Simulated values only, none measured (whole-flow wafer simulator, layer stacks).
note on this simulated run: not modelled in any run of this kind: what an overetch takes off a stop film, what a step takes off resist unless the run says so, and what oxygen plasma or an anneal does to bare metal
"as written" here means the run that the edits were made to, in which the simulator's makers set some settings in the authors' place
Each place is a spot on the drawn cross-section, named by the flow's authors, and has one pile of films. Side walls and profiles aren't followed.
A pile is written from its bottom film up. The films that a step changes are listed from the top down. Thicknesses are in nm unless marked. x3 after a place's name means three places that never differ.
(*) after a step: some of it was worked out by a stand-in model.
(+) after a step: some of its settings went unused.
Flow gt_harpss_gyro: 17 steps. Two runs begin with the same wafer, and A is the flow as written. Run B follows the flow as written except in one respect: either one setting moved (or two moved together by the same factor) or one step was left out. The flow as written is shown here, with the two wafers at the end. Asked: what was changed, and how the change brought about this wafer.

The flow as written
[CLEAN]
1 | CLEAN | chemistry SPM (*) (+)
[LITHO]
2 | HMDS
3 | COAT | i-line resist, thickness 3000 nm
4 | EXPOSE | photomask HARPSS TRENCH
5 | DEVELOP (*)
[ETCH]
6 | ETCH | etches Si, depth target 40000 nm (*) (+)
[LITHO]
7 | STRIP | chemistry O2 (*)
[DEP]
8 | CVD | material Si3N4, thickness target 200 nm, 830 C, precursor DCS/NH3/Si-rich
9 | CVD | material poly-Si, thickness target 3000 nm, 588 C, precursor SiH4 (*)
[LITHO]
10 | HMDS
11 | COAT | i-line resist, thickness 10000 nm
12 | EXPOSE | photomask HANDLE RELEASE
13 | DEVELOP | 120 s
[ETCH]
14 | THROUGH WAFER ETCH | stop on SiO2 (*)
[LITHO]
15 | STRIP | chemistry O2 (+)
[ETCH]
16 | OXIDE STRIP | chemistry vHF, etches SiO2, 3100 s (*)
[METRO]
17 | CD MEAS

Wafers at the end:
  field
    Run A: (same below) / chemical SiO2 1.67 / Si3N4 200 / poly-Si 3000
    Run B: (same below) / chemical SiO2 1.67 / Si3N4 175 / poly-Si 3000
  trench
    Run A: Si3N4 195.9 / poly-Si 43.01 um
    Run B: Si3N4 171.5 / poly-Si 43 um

The reason: step 8, CVD: thickness target 175 nm was run, whereas the flow has thickness target 200 nm.
The wafer lets one read it off: field has Si3N4 175, and step 8 as written asks for 200 nm.

The path from the change to this, step by step:
  8 | CVD | material Si3N4, thickness target 200 nm, 830 C, precursor DCS/NH3/Si-rich
      field: A Si3N4 gains 200 (new film) | B Si3N4 gains 175 (new film)
      trench: A Si3N4 gains 195.9 (new film) | B Si3N4 gains 171.5 (new film)
  9 | CVD | material poly-Si, thickness target 3000 nm, 588 C, precursor SiH4 (*)
      trench: A poly-Si gains 43.01 um (new film) | B poly-Si gains 43 um (new film)
